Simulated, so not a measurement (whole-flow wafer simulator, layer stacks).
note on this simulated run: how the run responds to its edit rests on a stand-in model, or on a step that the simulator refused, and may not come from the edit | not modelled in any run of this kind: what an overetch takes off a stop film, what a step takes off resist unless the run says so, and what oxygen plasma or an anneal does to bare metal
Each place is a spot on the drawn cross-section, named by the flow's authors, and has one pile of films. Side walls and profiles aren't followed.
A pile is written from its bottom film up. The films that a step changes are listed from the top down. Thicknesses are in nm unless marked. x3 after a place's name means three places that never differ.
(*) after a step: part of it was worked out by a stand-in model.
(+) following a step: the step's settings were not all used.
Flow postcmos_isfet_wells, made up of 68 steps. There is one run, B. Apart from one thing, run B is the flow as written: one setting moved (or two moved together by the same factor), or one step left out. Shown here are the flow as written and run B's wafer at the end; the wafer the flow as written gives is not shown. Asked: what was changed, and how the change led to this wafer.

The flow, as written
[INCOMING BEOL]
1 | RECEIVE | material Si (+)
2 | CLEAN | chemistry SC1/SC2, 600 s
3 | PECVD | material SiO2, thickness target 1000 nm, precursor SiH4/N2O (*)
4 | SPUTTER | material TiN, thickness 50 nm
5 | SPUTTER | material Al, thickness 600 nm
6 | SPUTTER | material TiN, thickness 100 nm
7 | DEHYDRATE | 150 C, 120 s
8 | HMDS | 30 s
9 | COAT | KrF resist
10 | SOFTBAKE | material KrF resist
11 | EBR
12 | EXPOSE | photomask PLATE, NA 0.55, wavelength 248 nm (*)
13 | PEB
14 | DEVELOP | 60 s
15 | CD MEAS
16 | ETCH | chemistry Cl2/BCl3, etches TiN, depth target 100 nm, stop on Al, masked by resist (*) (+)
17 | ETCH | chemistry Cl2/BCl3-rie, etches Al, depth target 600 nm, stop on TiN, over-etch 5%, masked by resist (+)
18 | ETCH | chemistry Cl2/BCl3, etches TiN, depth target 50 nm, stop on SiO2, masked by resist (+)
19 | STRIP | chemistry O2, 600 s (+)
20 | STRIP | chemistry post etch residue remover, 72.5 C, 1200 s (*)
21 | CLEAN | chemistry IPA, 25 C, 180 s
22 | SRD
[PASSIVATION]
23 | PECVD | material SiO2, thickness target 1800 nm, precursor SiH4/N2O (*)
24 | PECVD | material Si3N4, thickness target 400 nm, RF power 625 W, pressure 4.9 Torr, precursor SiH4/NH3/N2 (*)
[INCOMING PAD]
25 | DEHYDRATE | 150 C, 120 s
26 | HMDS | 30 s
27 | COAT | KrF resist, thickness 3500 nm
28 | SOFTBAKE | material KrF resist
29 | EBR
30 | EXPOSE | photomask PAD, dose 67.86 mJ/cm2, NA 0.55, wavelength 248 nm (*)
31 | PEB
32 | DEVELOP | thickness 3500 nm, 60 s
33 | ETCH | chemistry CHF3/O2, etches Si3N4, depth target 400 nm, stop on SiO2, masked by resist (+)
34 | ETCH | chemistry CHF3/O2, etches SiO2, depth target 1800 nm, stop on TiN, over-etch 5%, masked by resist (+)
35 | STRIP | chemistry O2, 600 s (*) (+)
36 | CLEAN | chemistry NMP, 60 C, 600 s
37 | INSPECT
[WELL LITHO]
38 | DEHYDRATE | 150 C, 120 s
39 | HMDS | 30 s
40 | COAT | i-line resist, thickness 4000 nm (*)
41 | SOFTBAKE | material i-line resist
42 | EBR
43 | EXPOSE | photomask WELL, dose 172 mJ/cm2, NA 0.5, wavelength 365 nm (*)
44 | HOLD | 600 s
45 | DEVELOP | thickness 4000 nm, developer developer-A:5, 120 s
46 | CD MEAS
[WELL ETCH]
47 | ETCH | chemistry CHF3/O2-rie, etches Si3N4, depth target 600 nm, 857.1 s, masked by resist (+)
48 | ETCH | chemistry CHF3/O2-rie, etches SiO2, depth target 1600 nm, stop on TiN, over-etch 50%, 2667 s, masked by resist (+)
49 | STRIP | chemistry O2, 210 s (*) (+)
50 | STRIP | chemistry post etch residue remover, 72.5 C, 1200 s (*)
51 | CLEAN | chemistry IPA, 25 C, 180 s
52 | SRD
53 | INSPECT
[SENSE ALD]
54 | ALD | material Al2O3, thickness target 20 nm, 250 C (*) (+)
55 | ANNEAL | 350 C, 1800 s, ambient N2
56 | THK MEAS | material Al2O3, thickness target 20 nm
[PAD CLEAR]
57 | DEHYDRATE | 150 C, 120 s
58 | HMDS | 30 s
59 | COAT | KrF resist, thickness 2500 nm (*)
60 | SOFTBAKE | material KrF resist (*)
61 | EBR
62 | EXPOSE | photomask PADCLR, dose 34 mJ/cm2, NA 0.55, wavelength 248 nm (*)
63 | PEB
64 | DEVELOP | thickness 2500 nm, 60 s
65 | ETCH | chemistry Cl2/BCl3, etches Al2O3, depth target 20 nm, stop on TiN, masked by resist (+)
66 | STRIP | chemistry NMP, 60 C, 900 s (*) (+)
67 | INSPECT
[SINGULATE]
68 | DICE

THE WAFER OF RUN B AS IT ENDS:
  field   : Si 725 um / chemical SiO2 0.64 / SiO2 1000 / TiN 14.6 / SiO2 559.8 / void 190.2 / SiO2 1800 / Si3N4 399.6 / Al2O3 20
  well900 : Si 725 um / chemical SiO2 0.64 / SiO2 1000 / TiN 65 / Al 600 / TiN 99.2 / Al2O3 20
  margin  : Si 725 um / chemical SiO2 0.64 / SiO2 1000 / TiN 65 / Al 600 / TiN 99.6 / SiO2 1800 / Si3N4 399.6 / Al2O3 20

What caused this: step 4, SPUTTER: thickness 65 nm was run, while the flow as written has thickness 50 nm.
One can read it off the wafer: well900 has TiN 65, and step 4 as written asks for 50 nm.

Step by step, how the change led to this:
  4 | SPUTTER | material TiN, thickness 50 nm
      field, margin, well900 and 6 more: +65 TiN (new film) (it would be, as written: +50 TiN (new film))
  18 | ETCH | chemistry Cl2/BCl3, etches TiN, depth target 50 nm, stop on SiO2, masked by resist (+)
      field: -50 TiN (it would be, as written: -50 TiN (all of it))
  23 | PECVD | material SiO2, thickness target 1800 nm, precursor SiH4/N2O (*)
      field: +1800 SiO2 (new film), +190.2 void (new film), +559.8 SiO2 (new film) (it would be, as written: +1800 SiO2 (new film), +189.9 void (new film), +559.7 SiO2)
With metal films that touch counted as one body, field has 1 body; the flow as written gives 0 bodies.
